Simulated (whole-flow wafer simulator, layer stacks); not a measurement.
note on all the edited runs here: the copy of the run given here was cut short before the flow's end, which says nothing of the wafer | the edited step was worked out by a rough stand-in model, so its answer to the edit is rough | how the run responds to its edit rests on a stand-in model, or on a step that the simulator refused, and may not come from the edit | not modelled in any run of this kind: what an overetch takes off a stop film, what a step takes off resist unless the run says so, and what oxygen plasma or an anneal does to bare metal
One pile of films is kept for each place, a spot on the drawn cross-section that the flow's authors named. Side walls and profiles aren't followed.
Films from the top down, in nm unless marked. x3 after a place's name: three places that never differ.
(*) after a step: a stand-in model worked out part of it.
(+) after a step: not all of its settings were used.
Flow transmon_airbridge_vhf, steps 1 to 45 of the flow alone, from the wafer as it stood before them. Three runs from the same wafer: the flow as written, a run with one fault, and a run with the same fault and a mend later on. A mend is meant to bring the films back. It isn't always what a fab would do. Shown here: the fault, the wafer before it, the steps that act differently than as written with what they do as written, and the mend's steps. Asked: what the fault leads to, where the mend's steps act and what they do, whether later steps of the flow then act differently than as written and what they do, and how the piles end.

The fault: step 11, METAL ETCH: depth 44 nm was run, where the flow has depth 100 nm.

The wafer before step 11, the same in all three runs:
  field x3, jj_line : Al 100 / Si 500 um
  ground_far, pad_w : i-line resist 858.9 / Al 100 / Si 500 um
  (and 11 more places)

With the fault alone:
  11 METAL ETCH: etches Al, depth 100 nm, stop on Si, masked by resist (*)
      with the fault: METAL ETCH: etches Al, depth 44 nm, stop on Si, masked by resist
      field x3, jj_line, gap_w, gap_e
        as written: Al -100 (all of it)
        with the fault: Al -44
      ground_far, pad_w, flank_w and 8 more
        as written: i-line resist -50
        with the fault: i-line resist -22
  Later steps of the flow that act differently than as written (10 more steps differ only slightly, by at most 2% or 0.5 nm, whichever is larger, and aren't shown):
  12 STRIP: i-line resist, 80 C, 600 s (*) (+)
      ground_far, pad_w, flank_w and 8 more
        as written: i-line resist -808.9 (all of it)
        with the fault: i-line resist -836.9 (all of it)
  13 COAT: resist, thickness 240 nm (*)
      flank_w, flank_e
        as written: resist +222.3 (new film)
        with the fault: resist +231.4 (new film)
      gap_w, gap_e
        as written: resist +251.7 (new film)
        with the fault: resist +245.6 (new film)
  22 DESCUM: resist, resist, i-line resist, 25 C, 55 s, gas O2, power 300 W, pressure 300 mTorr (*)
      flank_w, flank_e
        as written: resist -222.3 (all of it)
        with the fault: resist -231.4 (all of it)
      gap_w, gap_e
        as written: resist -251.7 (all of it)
        with the fault: resist -245.6 (all of it)
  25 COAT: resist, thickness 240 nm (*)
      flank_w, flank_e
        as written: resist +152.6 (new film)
        with the fault: resist +159.6 (new film)
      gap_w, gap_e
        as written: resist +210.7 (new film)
        with the fault: resist +204.6 (new film)
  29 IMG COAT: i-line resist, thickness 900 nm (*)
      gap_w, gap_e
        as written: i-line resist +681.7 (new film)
        with the fault: i-line resist +667 (new film)
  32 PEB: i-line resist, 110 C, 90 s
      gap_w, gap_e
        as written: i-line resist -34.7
        with the fault: i-line resist -34
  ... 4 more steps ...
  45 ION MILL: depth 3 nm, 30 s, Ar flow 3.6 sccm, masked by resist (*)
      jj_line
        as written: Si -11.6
        with the fault: Al -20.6
  At the end the piles differ from the flow's by more than 2% or 0.5 nm, whichever is larger, at field x3, jj_line, flank_w, gap_w, gap_e, flank_e.
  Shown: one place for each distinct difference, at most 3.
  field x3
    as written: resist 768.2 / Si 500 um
    with the fault: resist 768.2 / Al 56 / Si 500 um
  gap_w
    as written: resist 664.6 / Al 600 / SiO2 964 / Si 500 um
    with the fault: resist 649.6 / Al 600 / SiO2 964 / Al 56 / Si 500 um
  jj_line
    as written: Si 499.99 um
    with the fault: Al 35.4 / Si 500 um

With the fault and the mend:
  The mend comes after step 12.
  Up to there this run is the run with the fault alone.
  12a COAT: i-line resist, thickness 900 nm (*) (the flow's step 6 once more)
      field x3, jj_line, trace_open_s x2, margin_s, bridge_strip, margin_n
        i-line resist +900 (new film)
      pad_w, pad_e
        i-line resist +894.6 (new film)
      flank_w, flank_e
        i-line resist +889.7 (new film)
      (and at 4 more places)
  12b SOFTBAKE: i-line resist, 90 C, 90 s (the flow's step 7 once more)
      flank_w, flank_e
        i-line resist -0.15
      cpw_trace
        i-line resist -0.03
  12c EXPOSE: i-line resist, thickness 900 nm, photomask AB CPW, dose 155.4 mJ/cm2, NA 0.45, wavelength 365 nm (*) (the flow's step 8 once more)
      changes no film at any place that is followed
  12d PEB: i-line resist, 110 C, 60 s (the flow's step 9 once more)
      field x3, jj_line, trace_open_s x2, margin_s, bridge_strip, margin_n
        i-line resist -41
      pad_w, pad_e
        i-line resist -40.8
      flank_w, flank_e
        i-line resist -40.6
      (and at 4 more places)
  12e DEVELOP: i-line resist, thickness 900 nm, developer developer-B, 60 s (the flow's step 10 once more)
      flank_w, flank_e, trace_open_s x2, margin_s, bridge_strip, margin_n
        i-line resist -0.03
      field x3, jj_line
        i-line resist -859 (all of it)
      gap_w, gap_e
        i-line resist -881.9 (all of it)
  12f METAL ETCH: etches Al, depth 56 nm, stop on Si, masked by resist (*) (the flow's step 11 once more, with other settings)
      ground_far, pad_w, flank_w and 8 more
        i-line resist -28
      field x3, jj_line, gap_w, gap_e
        Al -56 (all of it)
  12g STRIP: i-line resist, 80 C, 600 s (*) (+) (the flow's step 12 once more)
      trace_open_s x2, margin_s, bridge_strip, margin_n
        i-line resist -830.9 (all of it)
      pad_w, pad_e
        i-line resist -825.8 (all of it)
      flank_w, flank_e
        i-line resist -820.9 (all of it)
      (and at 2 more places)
  No later step of the flow acts differently than as written at any place that is followed.
  At the end the piles are the same as the flow's at every place that both follow.
